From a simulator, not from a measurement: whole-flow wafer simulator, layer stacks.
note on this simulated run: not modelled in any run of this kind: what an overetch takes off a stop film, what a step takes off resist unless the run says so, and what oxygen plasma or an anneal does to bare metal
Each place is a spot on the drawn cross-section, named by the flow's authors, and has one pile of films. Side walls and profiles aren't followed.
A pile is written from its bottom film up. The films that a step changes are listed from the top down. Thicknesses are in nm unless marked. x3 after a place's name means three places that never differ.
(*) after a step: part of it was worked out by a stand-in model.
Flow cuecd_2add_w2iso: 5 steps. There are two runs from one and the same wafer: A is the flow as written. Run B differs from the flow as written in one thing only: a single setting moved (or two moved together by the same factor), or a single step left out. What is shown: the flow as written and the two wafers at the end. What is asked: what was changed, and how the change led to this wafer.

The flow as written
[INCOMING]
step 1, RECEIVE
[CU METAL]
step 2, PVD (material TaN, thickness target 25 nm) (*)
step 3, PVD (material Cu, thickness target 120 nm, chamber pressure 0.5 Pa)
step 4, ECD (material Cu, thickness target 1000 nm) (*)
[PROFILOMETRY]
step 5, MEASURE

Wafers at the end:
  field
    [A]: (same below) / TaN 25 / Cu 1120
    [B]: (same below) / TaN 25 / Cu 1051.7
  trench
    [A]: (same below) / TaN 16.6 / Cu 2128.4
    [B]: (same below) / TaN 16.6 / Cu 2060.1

What caused this: step 3, PVD: thickness target 51.7 nm was run, while the flow as written has thickness target 120 nm.

Step by step, how the change led to this:
  step 3, PVD (material Cu, thickness target 120 nm, chamber pressure 0.5 Pa)
      field: A +120 Cu (new film) | B +51.7 Cu (new film)
      trench: A +80.8 Cu (new film) | B +35 Cu (new film)
